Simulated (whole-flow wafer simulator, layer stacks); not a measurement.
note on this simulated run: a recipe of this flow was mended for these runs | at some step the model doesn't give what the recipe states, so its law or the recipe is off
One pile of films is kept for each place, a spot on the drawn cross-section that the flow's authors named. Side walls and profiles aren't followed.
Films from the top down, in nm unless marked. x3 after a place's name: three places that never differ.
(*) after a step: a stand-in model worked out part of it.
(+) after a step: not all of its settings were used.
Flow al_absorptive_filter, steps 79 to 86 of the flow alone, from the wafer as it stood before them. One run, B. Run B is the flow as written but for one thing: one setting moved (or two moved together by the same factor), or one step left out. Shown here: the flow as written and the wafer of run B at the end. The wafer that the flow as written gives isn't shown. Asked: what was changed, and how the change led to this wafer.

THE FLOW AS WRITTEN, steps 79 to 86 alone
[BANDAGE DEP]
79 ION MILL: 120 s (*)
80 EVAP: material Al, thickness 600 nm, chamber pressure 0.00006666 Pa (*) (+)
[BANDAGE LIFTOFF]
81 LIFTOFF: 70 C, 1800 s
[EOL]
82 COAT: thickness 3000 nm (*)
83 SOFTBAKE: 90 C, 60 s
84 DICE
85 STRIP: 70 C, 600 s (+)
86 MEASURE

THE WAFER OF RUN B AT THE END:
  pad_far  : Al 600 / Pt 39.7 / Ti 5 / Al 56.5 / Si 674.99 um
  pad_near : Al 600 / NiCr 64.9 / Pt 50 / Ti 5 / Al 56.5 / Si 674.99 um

The cause: step 79, ION MILL: 84 s was run, where the flow has 120 s.

How the change led to this, step by step:
  79 ION MILL: 120 s (*)
      gnd, ledge, res and 9 more: i-line-resist -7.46 (as written it would be: i-line-resist -10.7)
      pad_far: Pt -10.3 (as written it would be: Pt -14.7)
      (and at 1 more place)
